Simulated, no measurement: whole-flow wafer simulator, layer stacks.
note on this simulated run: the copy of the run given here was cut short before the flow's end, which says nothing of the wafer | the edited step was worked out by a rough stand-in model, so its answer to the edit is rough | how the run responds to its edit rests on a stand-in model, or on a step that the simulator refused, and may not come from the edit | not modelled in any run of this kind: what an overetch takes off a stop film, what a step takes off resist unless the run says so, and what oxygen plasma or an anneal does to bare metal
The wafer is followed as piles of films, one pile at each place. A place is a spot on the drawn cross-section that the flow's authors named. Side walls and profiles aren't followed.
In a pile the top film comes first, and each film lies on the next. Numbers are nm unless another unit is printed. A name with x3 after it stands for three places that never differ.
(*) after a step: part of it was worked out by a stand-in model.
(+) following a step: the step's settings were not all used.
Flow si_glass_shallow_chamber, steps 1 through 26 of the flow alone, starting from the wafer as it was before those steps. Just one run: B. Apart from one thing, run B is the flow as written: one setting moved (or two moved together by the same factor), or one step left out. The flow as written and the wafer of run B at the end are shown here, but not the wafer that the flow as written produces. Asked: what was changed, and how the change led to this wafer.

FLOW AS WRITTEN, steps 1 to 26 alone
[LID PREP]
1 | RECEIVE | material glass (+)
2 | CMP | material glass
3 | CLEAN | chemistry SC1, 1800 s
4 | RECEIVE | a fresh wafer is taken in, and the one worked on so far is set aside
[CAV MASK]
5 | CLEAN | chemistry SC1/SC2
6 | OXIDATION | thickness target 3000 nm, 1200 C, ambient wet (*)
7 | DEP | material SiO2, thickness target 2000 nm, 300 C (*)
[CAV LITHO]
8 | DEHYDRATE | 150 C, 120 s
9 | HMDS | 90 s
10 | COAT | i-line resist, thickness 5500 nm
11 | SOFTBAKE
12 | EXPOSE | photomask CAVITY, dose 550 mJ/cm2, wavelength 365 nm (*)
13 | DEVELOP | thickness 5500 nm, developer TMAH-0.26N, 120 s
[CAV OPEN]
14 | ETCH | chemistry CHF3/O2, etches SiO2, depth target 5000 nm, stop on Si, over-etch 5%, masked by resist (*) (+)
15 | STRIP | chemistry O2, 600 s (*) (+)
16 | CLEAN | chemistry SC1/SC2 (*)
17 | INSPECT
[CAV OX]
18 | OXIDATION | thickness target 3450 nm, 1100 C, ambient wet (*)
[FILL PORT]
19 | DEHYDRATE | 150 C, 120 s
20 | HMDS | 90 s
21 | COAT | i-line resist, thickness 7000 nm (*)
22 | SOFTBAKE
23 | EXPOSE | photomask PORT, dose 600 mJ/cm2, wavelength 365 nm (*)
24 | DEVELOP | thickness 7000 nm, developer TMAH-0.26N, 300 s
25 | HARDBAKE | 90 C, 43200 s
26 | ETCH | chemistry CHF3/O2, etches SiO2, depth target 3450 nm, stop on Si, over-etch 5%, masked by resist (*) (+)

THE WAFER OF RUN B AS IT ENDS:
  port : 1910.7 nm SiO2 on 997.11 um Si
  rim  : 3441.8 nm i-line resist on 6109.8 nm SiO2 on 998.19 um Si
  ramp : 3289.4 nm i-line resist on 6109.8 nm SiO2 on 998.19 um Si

Cause: step 26, ETCH: depth target 1466 nm was run, while the flow as written has depth target 3450 nm.

The path from the change to this, step by step:
  26 | ETCH | chemistry CHF3/O2, etches SiO2, depth target 3450 nm, stop on Si, over-etch 5%, masked by resist (*) (+)
      port: -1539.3 SiO2 (it would be, as written: -3450 SiO2 (all of it), -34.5 Si)
      rim, ramp, cav, ring: -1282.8 i-line resist (it would be, as written: -3018.8 i-line resist)
      (as well as at 1 more place)
